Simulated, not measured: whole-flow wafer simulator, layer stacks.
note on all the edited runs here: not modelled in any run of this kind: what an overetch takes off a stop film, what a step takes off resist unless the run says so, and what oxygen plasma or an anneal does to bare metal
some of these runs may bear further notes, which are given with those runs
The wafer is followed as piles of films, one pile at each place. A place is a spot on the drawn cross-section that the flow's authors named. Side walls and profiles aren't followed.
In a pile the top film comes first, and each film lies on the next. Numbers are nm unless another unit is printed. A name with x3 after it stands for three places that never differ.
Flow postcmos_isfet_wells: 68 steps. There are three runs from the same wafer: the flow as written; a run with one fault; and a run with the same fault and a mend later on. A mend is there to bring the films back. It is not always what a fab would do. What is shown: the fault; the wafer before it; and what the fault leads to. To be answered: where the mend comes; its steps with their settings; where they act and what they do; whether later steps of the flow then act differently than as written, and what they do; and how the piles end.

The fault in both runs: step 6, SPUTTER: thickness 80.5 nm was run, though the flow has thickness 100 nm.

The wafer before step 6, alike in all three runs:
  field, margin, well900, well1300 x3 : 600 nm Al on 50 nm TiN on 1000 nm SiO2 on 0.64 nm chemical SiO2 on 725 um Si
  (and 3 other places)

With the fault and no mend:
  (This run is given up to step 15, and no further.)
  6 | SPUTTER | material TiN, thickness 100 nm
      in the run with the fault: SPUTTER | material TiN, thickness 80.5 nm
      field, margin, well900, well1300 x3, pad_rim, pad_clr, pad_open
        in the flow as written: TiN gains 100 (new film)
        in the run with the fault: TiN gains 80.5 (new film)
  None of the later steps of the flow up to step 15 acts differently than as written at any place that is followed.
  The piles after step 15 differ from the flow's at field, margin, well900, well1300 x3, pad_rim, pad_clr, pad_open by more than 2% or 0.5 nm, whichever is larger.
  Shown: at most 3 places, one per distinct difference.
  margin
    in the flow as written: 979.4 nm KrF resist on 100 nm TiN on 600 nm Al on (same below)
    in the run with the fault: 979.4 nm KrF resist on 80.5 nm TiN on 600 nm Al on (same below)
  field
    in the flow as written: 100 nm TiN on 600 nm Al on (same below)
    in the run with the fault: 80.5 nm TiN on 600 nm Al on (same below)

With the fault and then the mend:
  After step 6 comes the mend.
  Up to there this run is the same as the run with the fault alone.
  6a | ETCH | chemistry peroxide tin strip, depth target 92.57 nm
      field, margin, well900, well1300 x3, pad_rim, pad_clr, pad_open
        TiN loses 80.5 (all of it)
  6b | SPUTTER | material TiN, thickness 100 nm (a further turn of the flow's step 6)
      field, margin, well900, well1300 x3, pad_rim, pad_clr, pad_open
        TiN gains 100 (new film)
  None of the later steps of the flow acts differently than as written at any place that is followed.
  The piles end the same as the flow's at every place that both follow.
